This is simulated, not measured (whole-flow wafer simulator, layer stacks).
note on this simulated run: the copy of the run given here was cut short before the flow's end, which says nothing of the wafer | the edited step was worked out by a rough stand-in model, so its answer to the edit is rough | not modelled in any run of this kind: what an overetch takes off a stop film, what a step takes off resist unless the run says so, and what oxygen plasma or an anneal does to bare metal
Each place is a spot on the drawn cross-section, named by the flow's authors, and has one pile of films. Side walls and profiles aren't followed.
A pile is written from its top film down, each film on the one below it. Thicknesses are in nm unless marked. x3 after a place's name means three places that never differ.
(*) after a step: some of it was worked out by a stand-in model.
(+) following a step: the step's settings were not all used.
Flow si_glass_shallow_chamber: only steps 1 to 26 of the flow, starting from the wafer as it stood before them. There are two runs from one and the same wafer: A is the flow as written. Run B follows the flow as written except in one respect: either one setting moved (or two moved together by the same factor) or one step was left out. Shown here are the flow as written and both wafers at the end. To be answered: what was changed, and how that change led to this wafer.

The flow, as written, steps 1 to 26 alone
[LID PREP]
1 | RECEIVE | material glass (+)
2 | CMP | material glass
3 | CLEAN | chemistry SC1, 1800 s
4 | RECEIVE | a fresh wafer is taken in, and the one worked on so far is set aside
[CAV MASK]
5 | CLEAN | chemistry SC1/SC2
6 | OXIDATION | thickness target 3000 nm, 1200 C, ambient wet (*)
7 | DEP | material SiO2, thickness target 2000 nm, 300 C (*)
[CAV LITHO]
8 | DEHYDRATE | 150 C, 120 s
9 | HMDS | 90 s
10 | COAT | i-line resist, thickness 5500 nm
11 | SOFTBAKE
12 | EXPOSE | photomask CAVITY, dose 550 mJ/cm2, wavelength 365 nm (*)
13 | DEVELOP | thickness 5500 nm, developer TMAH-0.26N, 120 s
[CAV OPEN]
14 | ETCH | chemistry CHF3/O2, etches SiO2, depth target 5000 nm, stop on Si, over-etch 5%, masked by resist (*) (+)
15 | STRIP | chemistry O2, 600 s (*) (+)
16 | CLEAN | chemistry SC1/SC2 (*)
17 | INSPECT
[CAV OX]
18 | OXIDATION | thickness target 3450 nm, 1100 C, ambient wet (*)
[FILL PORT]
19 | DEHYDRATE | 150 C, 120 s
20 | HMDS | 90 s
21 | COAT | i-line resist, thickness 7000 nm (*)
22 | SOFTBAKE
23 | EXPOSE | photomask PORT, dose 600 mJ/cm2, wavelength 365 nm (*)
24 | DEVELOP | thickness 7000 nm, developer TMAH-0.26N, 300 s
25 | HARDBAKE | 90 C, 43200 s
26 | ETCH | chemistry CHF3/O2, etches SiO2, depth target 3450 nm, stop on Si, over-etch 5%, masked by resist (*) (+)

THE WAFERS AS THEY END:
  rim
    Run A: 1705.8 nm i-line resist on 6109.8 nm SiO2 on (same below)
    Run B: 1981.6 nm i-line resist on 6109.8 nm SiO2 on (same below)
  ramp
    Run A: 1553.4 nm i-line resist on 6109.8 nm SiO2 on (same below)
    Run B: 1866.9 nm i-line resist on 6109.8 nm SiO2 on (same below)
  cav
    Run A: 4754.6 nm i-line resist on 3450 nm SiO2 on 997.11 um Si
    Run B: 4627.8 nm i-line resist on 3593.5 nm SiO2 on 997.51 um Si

Cause: step 14, ETCH: depth target 3875 nm was run, whereas the flow has depth target 5000 nm.

How this came from the change, step by step:
  14 | ETCH | chemistry CHF3/O2, etches SiO2, depth target 5000 nm, stop on Si, over-etch 5%, masked by resist (*) (+)
      cav, port: A SiO2 loses 5000 (all of it), Si loses 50 | B SiO2 loses 4068.8
      rim, ramp, septum, ring: A i-line resist loses 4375 | B i-line resist loses 3390.6
  15 | STRIP | chemistry O2, 600 s (*) (+)
      cav, port: A chemical SiO2 gains 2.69 (new film), Si loses 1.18 | B nothing
      rim, ramp, septum, ring: A i-line resist loses 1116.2 (all of it) | B i-line resist loses 2100.5 (all of it)
  18 | OXIDATION | thickness target 3450 nm, 1100 C, ambient wet (*)
      cav, port: A SiO2 gains 3450 (new film), chemical SiO2 loses 2.69 (all of it), Si loses 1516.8 | B SiO2 gains 2662.3, Si loses 1171.4
  21 | COAT | i-line resist, thickness 7000 nm (*)
      rim: A i-line resist gains 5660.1 (new film) | B i-line resist gains 5846.8 (new film)
      ramp: A i-line resist gains 5087.8 (new film) | B i-line resist gains 5346.8 (new film)
  22 | SOFTBAKE
      rim: A i-line resist loses 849 | B i-line resist loses 749.6
      ramp: A i-line resist loses 434.5 | B i-line resist loses 368.7
      (also at 4 further places)
  25 | HARDBAKE | 90 C, 43200 s
      rim: A i-line resist loses 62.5 | B i-line resist loses 72.8
      ramp: A i-line resist loses 57.1 | B i-line resist loses 68.4
      (also at 1 further place)
  26 | ETCH | chemistry CHF3/O2, etches SiO2, depth target 3450 nm, stop on Si, over-etch 5%, masked by resist (*) (+)
      port: A SiO2 loses 3450 (all of it), Si loses 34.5 | B SiO2 loses 3593.5 (all of it), Si loses 5.8
